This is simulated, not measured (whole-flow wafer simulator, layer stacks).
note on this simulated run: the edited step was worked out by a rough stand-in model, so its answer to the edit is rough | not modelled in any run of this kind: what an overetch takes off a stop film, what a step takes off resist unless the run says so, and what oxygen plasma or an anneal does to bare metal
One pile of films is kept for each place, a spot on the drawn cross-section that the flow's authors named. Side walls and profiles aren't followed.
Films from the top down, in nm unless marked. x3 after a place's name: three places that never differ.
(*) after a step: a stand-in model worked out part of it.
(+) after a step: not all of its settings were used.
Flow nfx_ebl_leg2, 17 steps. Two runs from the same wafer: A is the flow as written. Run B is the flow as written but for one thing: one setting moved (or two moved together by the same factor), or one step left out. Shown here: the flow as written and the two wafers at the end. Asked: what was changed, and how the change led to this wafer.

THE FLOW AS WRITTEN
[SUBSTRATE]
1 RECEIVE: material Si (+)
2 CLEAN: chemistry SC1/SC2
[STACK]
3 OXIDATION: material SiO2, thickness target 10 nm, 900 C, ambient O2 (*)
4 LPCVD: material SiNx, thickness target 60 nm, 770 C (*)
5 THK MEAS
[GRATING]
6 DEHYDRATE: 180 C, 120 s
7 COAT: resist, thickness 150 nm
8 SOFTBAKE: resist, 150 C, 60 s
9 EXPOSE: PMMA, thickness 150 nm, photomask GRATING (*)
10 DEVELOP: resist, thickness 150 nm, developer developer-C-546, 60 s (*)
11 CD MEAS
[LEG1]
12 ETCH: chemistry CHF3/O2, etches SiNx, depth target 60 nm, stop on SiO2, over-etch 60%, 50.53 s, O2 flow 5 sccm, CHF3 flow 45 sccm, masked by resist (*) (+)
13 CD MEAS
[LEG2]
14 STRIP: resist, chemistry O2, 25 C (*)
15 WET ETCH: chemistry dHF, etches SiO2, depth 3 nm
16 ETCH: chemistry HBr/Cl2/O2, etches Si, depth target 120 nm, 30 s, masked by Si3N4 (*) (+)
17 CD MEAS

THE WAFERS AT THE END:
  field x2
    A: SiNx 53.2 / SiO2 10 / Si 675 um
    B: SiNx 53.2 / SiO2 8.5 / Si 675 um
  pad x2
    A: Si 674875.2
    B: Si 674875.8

The cause: step 3, OXIDATION: thickness target 8.5 nm was run, where the flow has thickness target 10 nm.
It can be read off the wafer: field x2 has SiO2 8.5, and step 3 as written asks for 10 nm.

How the change led to this, step by step:
  3 OXIDATION: material SiO2, thickness target 10 nm, 900 C, ambient O2 (*)
      field x2, pad x2: A SiO2 +10 (new film), chemical SiO2 -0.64 (all of it), Si -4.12 | B SiO2 +8.5 (new film), chemical SiO2 -0.64 (all of it), Si -3.46
  12 ETCH: chemistry CHF3/O2, etches SiNx, depth target 60 nm, stop on SiO2, over-etch 60%, 50.53 s, O2 flow 5 sccm, CHF3 flow 45 sccm, masked by resist (*) (+)
      pad x2: A SiNx -60 (all of it), SiO2 -10 (all of it) | B SiNx -60 (all of it), SiO2 -8.5 (all of it)
